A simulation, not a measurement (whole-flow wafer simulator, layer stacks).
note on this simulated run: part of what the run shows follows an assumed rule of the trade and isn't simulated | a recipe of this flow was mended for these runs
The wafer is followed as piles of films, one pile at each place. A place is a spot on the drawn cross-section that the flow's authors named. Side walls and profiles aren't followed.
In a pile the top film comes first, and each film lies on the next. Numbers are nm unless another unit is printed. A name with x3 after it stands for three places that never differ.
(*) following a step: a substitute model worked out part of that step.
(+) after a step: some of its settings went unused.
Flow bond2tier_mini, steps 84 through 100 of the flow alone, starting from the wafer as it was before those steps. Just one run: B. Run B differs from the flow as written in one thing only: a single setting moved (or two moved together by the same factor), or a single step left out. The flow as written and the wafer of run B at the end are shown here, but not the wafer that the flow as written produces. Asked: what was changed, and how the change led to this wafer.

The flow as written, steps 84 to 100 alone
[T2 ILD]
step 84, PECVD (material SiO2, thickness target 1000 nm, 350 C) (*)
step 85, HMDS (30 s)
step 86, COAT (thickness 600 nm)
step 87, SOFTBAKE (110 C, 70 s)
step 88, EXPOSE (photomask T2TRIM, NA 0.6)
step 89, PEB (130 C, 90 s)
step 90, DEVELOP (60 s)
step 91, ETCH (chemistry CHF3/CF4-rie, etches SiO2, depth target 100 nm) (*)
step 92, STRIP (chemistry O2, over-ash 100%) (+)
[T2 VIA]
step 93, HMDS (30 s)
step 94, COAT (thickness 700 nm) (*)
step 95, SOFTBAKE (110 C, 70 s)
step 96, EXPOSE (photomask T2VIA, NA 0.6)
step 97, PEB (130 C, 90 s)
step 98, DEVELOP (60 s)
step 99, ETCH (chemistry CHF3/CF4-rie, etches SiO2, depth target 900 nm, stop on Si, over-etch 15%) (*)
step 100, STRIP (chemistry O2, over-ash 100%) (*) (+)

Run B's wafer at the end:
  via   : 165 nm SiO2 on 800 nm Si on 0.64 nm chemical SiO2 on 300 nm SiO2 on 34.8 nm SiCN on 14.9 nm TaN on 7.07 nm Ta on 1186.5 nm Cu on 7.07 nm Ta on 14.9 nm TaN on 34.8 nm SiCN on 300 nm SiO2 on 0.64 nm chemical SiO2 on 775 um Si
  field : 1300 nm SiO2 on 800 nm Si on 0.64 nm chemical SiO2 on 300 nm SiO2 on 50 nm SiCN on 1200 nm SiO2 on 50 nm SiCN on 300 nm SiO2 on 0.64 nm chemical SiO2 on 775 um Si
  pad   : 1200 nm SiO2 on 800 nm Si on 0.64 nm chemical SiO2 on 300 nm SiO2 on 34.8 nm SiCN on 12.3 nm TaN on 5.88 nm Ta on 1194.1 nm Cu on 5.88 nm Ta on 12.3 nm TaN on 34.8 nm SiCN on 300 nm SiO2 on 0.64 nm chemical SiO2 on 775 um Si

The reason: step 84, PECVD: thickness target 1300 nm was run, while the flow as written has thickness target 1000 nm.
One can read it off the wafer: field has SiO2 1300, and step 84 as written asks for 1000 nm.

How this came from the change, step by step:
  step 84, PECVD (material SiO2, thickness target 1000 nm, 350 C) (*)
      field, pad, via: +1300 SiO2 (new film) (as written it would have been: +1000 SiO2 (new film))
  step 99, ETCH (chemistry CHF3/CF4-rie, etches SiO2, depth target 900 nm, stop on Si, over-etch 15%) (*)
      via: -1035 SiO2 (as written it would have been: -900 SiO2 (all of it), -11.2 Si)
